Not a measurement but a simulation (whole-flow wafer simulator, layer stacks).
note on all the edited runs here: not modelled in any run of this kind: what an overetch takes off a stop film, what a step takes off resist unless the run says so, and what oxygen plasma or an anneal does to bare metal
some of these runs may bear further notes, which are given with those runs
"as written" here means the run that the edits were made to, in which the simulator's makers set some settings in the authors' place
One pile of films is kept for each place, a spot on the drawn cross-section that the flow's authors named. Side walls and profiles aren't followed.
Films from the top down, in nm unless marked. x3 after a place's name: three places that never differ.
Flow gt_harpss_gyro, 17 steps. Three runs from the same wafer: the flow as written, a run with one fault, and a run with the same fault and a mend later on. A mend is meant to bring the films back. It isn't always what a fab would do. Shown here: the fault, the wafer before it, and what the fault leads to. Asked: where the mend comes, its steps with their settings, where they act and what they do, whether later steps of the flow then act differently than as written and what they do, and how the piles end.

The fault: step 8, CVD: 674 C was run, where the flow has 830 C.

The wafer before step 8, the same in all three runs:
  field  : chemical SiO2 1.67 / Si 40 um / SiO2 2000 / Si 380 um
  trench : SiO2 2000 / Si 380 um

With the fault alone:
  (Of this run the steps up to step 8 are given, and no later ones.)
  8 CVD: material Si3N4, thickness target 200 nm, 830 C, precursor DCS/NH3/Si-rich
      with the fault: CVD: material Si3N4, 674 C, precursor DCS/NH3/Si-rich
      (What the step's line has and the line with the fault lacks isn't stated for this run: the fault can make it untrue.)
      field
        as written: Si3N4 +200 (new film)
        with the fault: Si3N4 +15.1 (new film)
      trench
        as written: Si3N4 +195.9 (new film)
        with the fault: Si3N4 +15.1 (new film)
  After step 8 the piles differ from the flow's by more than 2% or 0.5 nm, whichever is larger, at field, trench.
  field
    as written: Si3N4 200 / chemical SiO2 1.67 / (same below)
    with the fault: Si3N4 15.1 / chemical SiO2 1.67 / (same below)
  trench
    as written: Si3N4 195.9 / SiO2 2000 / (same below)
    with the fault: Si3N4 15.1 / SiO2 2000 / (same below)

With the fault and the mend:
  The mend comes after step 8.
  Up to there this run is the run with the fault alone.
  8a CVD: material Si3N4, thickness target 184.8 nm, 830 C, precursor DCS/NH3/Si-rich (the flow's step 8 once more, with other settings)
      field
        Si3N4 +184.8
      trench
        Si3N4 +181
  No later step of the flow acts differently than as written at any place that is followed.
  At the end the piles differ from the flow's only slightly at the places that both follow, by at most 2% or 0.5 nm, whichever is larger.
